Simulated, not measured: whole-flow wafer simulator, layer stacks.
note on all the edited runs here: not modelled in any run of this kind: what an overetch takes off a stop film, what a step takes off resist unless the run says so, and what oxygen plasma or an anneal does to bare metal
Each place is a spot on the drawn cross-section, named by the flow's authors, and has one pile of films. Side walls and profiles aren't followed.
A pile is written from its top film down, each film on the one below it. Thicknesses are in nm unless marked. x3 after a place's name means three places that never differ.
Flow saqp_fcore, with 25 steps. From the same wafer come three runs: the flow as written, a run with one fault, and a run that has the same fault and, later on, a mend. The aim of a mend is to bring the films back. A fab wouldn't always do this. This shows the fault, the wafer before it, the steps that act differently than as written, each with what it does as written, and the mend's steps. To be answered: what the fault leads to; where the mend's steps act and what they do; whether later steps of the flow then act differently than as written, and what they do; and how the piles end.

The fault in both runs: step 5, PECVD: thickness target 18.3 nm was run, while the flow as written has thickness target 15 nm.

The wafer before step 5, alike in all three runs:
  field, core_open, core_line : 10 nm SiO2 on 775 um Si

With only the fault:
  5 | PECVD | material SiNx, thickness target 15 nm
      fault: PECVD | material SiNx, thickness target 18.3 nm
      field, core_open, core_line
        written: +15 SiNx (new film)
        fault: +18.3 SiNx (new film)
  Every later step of the flow that is run acts as written at every place that is followed.
  At field, core_open, core_line, the piles at the end differ from the flow's by more than 2% or 0.5 nm, whichever is larger.
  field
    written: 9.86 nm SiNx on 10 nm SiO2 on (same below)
    fault: 13.2 nm SiNx on 10 nm SiO2 on (same below)
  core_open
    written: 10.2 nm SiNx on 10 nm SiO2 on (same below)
    fault: 13.5 nm SiNx on 10 nm SiO2 on (same below)
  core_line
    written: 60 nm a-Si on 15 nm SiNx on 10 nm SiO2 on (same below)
    fault: 60 nm a-Si on 18.3 nm SiNx on 10 nm SiO2 on (same below)

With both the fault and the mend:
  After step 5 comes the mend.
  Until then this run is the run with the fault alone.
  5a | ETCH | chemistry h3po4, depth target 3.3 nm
      field, core_open, core_line
        -3.3 SiNx
  Every later step of the flow that is run acts as written at every place that is followed.
  The piles end the same as the flow's at every place that both follow.
